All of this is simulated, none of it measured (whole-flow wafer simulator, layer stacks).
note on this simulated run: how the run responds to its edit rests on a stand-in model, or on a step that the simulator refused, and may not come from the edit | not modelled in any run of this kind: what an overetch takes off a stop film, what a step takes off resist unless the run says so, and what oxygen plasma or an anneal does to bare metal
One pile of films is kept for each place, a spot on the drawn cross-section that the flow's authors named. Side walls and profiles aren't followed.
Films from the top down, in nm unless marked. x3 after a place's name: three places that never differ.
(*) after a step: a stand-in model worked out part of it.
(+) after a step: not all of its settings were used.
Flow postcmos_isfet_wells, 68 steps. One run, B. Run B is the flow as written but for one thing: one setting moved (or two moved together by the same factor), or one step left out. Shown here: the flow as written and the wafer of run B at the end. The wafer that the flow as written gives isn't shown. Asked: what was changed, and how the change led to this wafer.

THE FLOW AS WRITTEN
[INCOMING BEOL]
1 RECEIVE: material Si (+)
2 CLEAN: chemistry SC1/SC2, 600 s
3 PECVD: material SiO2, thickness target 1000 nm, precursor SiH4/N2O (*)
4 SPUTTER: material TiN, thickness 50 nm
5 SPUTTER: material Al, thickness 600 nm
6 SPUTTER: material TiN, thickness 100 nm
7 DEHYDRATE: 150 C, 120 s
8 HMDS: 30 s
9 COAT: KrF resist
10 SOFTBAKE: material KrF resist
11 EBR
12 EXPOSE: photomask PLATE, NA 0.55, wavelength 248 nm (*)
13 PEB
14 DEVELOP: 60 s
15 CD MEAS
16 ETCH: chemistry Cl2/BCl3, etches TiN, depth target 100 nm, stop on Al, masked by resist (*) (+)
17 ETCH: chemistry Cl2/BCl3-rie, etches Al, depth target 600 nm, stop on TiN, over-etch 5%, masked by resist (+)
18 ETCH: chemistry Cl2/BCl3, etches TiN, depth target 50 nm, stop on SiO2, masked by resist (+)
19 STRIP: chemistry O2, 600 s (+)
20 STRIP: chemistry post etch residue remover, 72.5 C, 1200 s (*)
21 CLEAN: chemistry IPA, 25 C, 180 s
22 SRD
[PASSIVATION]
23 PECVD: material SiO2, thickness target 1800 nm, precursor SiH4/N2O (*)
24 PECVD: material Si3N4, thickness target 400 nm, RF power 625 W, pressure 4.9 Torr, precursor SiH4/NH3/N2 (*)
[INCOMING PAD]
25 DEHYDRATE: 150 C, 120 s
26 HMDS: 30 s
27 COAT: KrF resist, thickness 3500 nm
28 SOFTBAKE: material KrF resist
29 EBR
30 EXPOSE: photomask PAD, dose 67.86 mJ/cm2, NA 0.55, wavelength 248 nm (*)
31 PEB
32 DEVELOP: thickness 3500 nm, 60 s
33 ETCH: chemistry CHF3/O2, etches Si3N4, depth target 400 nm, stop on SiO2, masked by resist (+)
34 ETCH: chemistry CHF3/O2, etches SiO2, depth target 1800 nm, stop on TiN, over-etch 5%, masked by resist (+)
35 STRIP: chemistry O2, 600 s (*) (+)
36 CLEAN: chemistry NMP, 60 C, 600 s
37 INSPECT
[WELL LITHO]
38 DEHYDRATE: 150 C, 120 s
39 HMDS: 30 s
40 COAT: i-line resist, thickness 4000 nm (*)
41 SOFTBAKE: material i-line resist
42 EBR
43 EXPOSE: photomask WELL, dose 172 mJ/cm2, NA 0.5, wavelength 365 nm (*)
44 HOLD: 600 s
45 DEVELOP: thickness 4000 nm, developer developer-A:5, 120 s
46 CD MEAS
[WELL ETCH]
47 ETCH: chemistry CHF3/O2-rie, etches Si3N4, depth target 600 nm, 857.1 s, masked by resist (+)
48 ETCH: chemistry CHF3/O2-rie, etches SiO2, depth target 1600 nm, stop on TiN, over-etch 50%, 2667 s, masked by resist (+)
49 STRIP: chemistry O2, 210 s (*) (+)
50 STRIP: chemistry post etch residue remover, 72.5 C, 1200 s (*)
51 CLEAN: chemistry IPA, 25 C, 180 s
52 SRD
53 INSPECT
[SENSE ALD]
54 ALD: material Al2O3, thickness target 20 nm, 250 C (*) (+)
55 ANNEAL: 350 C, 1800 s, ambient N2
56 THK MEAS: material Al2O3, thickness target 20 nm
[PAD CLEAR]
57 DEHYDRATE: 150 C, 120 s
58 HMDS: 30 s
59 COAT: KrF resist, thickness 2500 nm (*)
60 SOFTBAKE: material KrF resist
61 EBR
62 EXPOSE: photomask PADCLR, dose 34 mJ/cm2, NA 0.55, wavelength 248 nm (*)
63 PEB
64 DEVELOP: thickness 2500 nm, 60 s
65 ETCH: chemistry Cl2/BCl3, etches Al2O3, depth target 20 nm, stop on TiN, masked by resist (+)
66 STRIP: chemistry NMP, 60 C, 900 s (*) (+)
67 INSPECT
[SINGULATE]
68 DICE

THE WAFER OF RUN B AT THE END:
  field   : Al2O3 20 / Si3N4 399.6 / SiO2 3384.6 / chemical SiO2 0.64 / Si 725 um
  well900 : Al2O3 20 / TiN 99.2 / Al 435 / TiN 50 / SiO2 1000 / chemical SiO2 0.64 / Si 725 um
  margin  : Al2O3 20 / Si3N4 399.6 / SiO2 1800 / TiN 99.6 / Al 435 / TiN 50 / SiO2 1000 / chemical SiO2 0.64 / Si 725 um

The cause: step 5, SPUTTER: thickness 435 nm was run, where the flow has thickness 600 nm.
It can be read off the wafer: well900 has Al 435, and step 5 as written asks for 600 nm.

How the change led to this, step by step:
  5 SPUTTER: material Al, thickness 600 nm
      field, margin, well900, well1300 x3, pad_rim, pad_clr, pad_open: Al +435 (new film) (as written it would be: Al +600 (new film))
  17 ETCH: chemistry Cl2/BCl3-rie, etches Al, depth target 600 nm, stop on TiN, over-etch 5%, masked by resist (+)
      margin, well900, well1300 x3, pad_rim, pad_clr, pad_open: KrF resist -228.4 (as written it would be: KrF resist -300)
      field: Al -435 (all of it) (as written it would be: Al -600 (all of it))
  19 STRIP: chemistry O2, 600 s (+)
      margin, well900, well1300 x3, pad_rim, pad_clr, pad_open: KrF resist -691 (all of it) (as written it would be: KrF resist -619.4 (all of it))
  23 PECVD: material SiO2, thickness target 1800 nm, precursor SiH4/N2O (*)
      field: SiO2 +2384.6 (as written it would be: SiO2 +1800 (new film), void +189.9 (new film), SiO2 +559.7)
